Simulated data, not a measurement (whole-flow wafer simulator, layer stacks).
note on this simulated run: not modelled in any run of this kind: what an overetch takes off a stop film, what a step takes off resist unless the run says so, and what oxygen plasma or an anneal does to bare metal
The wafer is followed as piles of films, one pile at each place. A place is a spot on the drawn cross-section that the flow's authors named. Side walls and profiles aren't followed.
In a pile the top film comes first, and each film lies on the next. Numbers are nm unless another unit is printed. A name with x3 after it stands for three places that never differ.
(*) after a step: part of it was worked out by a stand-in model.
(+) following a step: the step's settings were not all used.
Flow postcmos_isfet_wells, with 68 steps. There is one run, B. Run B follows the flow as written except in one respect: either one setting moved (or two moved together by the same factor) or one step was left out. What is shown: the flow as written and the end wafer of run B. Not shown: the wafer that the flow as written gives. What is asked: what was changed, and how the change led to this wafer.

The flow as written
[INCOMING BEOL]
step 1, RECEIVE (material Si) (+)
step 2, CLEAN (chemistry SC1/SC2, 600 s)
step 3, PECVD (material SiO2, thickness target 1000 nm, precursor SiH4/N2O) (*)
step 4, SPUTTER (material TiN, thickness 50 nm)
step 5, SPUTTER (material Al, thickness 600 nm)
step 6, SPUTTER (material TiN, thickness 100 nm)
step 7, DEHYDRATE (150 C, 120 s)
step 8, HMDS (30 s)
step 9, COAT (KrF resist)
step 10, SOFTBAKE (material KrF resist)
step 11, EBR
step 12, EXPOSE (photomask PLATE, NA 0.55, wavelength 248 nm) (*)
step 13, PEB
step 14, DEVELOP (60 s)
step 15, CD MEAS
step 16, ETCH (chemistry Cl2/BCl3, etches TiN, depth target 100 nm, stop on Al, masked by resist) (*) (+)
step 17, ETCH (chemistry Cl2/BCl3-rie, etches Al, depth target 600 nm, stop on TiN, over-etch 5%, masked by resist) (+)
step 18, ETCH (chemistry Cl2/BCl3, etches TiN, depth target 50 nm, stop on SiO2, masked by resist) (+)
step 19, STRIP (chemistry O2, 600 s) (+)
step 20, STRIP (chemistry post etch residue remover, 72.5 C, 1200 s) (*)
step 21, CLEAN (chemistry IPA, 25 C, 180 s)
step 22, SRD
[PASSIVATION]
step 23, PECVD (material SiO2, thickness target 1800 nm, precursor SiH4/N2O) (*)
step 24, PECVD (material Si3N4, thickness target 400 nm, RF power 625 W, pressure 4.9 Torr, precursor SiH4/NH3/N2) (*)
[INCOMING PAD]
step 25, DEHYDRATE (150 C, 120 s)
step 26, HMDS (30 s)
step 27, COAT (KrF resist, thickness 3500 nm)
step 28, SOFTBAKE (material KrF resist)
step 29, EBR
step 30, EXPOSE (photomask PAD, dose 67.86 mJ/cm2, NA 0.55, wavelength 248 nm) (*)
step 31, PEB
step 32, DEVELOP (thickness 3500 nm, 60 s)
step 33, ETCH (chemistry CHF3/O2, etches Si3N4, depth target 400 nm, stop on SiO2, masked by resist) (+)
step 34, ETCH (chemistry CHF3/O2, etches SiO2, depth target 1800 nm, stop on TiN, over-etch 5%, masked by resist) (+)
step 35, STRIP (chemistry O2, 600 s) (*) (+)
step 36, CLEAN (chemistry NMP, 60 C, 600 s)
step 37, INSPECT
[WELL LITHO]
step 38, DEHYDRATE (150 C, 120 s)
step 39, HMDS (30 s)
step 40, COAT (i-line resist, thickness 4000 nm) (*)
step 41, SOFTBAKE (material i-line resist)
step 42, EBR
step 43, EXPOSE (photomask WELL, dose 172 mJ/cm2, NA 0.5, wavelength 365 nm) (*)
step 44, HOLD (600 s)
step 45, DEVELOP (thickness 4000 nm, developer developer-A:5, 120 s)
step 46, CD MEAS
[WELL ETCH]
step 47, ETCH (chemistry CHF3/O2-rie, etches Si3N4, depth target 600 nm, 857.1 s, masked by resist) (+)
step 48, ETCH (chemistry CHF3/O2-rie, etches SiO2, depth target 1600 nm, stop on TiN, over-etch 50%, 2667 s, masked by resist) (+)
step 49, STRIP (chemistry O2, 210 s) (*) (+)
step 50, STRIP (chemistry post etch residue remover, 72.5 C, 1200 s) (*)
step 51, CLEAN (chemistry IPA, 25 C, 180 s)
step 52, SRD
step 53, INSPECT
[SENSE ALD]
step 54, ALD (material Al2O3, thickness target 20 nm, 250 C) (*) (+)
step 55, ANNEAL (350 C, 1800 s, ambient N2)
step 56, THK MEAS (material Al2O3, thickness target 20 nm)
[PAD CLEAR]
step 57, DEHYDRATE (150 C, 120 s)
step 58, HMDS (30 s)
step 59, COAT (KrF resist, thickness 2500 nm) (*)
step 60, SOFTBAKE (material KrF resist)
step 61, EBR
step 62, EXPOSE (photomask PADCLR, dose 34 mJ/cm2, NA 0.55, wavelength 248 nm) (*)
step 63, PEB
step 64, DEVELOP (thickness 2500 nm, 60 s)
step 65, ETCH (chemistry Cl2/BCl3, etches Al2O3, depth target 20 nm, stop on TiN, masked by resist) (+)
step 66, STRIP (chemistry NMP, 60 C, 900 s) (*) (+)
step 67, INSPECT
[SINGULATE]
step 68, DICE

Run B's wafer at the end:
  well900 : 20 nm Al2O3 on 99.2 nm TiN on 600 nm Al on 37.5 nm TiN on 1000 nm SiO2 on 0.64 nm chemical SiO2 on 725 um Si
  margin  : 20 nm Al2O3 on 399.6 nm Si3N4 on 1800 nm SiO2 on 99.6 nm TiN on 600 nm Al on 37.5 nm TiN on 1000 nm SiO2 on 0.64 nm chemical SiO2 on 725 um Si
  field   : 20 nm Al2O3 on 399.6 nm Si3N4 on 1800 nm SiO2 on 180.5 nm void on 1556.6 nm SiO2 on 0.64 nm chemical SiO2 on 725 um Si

The reason: step 4, SPUTTER: thickness 37.5 nm was run, while the flow as written has thickness 50 nm.
The wafer lets one read it off: well900 has TiN 37.5, and step 4 as written asks for 50 nm.

Step by step, how the change led to this:
  step 4, SPUTTER (material TiN, thickness 50 nm)
      field, margin, well900, well1300 x3, pad_rim, pad_clr, pad_open: +37.5 TiN (new film) (it would be, as written: +50 TiN (new film))
  step 18, ETCH (chemistry Cl2/BCl3, etches TiN, depth target 50 nm, stop on SiO2, masked by resist) (+)
      field: -37.5 TiN (all of it) (it would be, as written: -50 TiN (all of it))
  step 23, PECVD (material SiO2, thickness target 1800 nm, precursor SiH4/N2O) (*)
      field: +1800 SiO2 (new film), +180.5 void (new film), +556.6 SiO2 (it would be, as written: +1800 SiO2 (new film), +189.9 void (new film), +559.7 SiO2)
